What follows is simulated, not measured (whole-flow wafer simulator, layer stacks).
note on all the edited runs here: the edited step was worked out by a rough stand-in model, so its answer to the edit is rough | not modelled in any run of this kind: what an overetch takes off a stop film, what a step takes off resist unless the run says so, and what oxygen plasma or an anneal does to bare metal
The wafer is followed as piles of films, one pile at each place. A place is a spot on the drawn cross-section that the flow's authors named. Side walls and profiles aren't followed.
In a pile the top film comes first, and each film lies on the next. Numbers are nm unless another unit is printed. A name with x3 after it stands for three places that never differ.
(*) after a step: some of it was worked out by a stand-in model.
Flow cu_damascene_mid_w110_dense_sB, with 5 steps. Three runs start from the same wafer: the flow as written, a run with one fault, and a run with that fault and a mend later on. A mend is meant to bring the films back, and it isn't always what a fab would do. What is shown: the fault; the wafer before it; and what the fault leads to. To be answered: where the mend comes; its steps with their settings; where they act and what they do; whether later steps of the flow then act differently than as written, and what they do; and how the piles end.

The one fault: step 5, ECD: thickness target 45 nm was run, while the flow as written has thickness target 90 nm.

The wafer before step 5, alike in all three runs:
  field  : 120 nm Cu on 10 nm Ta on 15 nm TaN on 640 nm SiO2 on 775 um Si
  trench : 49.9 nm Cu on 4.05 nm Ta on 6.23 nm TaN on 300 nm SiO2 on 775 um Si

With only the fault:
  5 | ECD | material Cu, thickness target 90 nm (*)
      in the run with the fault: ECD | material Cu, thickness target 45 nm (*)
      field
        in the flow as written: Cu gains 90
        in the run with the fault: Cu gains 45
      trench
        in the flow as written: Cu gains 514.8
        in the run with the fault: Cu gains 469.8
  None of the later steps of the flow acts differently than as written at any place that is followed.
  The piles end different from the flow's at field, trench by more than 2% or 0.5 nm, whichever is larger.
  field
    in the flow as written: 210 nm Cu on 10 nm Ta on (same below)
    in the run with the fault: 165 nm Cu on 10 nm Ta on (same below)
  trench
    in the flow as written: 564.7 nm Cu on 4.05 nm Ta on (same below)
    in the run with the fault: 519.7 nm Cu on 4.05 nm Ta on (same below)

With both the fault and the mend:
  The mend follows step 5.
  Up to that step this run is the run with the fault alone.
  5a | ECD | material Cu, thickness target 45 nm (the flow's step 5 again, with other settings)
      field, trench
        Cu gains 45
  None of the later steps of the flow acts differently than as written at any place that is followed.
  At every place that both follow, the piles at the end match the flow's.
